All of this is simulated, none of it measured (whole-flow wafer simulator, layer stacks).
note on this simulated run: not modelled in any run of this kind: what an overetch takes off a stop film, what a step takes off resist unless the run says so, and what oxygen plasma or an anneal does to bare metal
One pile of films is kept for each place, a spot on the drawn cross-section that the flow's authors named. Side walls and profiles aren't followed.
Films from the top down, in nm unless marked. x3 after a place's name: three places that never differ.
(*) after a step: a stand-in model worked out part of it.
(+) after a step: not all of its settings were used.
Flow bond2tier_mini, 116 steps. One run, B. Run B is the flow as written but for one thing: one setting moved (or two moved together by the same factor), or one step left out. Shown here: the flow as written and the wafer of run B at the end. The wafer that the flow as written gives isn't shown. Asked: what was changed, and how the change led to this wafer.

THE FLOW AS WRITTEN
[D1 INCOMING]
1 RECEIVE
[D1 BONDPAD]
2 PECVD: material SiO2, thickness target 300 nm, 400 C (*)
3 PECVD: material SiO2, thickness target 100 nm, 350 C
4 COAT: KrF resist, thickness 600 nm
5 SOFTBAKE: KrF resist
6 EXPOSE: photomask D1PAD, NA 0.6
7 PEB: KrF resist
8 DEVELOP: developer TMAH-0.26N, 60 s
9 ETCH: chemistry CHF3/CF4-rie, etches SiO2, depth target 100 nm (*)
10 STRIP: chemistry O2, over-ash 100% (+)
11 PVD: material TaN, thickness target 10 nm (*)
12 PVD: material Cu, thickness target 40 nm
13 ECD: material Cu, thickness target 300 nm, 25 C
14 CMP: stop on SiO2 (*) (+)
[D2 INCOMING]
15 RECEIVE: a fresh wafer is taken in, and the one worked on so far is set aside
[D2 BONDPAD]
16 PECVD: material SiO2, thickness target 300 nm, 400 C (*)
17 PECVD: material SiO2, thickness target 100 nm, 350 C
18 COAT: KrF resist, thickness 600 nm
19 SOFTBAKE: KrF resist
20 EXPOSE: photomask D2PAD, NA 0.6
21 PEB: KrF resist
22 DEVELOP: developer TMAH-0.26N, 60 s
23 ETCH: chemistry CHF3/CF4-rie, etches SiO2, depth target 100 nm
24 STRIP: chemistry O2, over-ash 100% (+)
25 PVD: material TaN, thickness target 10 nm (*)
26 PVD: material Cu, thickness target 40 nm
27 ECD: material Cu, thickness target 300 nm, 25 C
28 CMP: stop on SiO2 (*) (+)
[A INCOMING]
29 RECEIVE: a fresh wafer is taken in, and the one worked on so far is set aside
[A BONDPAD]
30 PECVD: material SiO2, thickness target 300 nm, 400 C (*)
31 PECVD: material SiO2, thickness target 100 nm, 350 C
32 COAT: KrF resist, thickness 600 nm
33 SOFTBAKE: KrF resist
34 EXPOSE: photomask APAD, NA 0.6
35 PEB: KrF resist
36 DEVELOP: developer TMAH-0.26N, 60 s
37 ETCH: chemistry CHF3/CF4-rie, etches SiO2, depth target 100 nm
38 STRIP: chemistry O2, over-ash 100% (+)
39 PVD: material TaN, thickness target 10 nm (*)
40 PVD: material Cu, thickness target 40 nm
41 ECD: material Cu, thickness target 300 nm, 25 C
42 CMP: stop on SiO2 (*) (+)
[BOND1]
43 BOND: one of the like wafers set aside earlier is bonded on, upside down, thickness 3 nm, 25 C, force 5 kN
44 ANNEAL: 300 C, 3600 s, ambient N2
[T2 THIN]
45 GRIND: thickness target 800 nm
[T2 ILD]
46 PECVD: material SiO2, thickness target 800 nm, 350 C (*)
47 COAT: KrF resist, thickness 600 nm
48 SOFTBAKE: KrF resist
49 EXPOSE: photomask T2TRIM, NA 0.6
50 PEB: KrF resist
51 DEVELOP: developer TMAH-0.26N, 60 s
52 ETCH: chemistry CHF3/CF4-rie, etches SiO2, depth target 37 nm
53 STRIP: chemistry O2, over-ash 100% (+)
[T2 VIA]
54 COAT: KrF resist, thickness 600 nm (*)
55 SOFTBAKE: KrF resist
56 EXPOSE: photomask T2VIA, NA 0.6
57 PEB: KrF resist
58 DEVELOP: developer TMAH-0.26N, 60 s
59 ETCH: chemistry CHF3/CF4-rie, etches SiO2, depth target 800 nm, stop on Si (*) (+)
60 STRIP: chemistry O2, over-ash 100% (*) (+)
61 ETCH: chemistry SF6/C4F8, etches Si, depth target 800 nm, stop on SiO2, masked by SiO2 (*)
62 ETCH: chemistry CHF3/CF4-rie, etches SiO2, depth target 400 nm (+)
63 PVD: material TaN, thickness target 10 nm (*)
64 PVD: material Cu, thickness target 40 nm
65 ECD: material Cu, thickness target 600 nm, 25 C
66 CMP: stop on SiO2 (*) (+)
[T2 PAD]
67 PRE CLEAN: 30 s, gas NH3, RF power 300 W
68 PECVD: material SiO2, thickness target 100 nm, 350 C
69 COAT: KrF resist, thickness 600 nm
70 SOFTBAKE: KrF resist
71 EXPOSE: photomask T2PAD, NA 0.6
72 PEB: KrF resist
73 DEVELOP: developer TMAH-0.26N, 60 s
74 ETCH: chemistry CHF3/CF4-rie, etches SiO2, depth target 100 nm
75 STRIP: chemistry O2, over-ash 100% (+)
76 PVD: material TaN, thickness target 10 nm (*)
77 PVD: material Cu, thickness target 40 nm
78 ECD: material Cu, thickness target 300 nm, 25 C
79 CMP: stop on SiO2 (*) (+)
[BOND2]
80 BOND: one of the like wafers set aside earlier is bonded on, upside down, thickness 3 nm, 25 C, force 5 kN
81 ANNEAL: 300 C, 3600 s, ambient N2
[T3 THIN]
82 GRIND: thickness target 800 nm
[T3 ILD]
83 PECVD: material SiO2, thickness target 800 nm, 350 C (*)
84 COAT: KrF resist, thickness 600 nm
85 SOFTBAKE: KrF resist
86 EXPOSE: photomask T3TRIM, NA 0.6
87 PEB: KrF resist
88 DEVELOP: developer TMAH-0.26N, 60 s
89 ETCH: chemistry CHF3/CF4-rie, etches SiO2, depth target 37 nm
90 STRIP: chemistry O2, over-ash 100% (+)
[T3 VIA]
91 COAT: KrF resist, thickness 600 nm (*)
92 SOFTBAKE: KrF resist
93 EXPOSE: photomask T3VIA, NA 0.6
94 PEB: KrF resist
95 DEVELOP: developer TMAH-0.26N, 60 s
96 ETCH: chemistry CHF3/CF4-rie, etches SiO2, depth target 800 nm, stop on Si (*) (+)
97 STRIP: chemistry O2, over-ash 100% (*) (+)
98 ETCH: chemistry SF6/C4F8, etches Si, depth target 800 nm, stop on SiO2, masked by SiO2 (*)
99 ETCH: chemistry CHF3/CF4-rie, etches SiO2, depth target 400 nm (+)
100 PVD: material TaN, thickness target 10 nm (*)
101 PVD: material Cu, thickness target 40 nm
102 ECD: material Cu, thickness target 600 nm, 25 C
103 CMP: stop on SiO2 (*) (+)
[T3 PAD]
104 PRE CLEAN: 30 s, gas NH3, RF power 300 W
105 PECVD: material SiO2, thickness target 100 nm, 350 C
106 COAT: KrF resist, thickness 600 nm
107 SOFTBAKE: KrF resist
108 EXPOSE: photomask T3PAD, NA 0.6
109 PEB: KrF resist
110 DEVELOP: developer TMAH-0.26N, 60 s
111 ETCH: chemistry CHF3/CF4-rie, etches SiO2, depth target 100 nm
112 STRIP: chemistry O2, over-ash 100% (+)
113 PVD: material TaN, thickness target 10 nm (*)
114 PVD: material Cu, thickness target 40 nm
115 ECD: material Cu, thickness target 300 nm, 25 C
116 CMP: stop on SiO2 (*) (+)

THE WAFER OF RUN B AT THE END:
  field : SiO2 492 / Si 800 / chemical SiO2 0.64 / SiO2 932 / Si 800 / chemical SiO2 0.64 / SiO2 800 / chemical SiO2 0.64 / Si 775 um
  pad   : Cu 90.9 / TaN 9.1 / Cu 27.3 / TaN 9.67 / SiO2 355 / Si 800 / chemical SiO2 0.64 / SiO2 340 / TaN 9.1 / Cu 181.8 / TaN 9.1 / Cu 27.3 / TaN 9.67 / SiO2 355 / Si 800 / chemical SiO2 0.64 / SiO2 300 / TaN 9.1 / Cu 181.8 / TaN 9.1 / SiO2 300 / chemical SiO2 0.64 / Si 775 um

The cause: step 17, PECVD: thickness target 140 nm was run, where the flow has thickness target 100 nm.

How the change led to this, step by step:
  17 PECVD: material SiO2, thickness target 100 nm, 350 C
      field, pad, via: SiO2 +140 (as written it would be: SiO2 +100)
  80 BOND: one of the like wafers set aside earlier is bonded on, upside down, thickness 3 nm, 25 C, force 5 kN
      field: Si +775 um (new film), chemical SiO2 +0.64 (new film), SiO2 +440 (as written it would be: Si +775 um (new film), chemical SiO2 +0.64 (new film), SiO2 +400)
      pad: Si +775 um (new film), chemical SiO2 +0.64 (new film), SiO2 +340 (new film), TaN +9.1 (new film), Cu +90.9 (as written it would be: Si +775 um (new film), chemical SiO2 +0.64 (new film), SiO2 +300 (new film), TaN +9.1 (new film), Cu +90.9)
